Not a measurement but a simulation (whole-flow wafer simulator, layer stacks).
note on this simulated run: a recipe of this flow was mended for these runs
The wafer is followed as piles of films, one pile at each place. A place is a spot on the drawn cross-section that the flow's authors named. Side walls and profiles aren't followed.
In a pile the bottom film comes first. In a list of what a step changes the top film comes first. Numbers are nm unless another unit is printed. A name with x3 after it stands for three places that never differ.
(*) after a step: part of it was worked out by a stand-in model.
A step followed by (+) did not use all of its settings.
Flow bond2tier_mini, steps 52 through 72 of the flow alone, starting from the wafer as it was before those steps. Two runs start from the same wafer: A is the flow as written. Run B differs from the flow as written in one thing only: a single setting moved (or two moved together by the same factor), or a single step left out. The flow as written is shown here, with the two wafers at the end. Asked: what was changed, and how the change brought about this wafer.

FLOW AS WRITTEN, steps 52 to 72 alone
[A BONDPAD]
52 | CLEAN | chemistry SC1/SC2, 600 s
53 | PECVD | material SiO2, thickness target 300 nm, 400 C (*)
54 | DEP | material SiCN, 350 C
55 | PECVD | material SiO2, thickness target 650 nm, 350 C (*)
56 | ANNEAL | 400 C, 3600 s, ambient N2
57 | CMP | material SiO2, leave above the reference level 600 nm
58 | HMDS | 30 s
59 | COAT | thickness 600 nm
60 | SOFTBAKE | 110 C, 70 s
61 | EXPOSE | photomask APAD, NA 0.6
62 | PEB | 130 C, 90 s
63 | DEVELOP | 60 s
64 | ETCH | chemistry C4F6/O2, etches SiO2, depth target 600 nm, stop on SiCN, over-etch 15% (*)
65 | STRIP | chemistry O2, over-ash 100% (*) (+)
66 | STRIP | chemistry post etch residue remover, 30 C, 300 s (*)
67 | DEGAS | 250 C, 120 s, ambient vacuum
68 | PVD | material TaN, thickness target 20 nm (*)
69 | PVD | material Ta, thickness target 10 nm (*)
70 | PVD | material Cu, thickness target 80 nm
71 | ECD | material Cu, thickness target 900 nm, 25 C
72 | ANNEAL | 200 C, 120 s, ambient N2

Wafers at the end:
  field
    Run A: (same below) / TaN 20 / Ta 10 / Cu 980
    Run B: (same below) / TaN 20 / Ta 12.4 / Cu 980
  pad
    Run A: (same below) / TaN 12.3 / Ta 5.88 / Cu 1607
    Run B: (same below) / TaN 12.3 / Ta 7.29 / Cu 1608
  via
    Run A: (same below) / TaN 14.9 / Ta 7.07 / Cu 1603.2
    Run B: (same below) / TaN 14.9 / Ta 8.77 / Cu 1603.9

Cause: step 69, PVD: thickness target 12.4 nm was run, whereas the flow has thickness target 10 nm.
The wafer lets one read it off: field has Ta 12.4, and step 69 as written asks for 10 nm.

The path from the change to this, step by step:
  69 | PVD | material Ta, thickness target 10 nm (*)
      field: A +10 Ta (new film) | B +12.4 Ta (new film)
      pad: A +5.88 Ta (new film) | B +7.29 Ta (new film)
      (and at 1 other place as well)
